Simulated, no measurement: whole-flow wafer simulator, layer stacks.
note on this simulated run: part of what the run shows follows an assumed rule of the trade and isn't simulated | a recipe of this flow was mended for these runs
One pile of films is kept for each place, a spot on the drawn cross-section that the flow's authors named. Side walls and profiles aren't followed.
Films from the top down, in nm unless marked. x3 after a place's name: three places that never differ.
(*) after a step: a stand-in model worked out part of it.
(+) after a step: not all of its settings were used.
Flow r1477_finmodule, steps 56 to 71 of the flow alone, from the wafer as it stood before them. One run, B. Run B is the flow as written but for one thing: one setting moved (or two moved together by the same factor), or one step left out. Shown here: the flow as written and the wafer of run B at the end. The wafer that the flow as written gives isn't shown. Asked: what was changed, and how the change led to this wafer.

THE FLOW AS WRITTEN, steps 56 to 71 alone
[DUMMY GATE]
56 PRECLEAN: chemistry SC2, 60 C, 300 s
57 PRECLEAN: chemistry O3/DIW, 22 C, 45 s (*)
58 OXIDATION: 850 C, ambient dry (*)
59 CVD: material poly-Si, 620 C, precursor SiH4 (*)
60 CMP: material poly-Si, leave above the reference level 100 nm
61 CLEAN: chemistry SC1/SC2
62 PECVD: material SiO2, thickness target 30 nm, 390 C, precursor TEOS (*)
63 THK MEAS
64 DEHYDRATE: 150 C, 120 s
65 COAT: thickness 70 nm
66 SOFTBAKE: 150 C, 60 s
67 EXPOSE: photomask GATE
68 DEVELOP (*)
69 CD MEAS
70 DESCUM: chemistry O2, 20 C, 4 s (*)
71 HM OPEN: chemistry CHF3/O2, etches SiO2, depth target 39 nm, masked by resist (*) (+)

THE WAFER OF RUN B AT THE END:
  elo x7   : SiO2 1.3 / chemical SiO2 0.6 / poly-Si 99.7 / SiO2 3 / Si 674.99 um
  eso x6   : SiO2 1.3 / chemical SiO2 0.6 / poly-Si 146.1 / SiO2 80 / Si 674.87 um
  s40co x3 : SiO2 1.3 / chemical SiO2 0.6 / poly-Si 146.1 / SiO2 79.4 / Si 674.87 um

The cause: step 71, HM OPEN: depth target 28.7 nm was run, where the flow has depth target 39 nm.

How the change led to this, step by step:
  71 HM OPEN: chemistry CHF3/O2, etches SiO2, depth target 39 nm, masked by resist (*) (+)
      pad, elo x7, eso x6, e200so, s40co x3: SiO2 -28.7 (as written it would be: SiO2 -30 (all of it), chemical SiO2 -0.6 (all of it), poly-Si -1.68)
      padg, elg x7, esg x6, e200sg, s40cg x3: e-beam-resist -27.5 (as written it would be: e-beam-resist -37.4)
